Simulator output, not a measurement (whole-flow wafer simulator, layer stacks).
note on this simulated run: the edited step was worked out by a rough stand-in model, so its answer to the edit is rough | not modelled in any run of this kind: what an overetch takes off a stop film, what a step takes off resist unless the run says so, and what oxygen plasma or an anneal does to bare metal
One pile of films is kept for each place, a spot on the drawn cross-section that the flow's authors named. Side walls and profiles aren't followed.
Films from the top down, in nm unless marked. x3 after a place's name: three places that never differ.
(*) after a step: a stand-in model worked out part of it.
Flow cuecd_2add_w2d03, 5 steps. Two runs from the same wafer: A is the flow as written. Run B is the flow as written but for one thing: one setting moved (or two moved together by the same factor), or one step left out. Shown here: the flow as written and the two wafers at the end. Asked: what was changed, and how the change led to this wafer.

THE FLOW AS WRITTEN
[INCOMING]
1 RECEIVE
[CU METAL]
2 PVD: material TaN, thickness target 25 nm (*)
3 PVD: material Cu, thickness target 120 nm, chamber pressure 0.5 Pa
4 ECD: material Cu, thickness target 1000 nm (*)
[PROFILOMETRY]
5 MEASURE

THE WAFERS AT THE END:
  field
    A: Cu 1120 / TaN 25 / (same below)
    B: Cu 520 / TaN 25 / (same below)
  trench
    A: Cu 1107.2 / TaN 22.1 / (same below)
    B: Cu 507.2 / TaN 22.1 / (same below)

The cause: step 4, ECD: thickness target 400 nm was run, where the flow has thickness target 1000 nm.

How the change led to this, step by step:
  4 ECD: material Cu, thickness target 1000 nm (*)
      field, trench: A Cu +1000 | B Cu +400
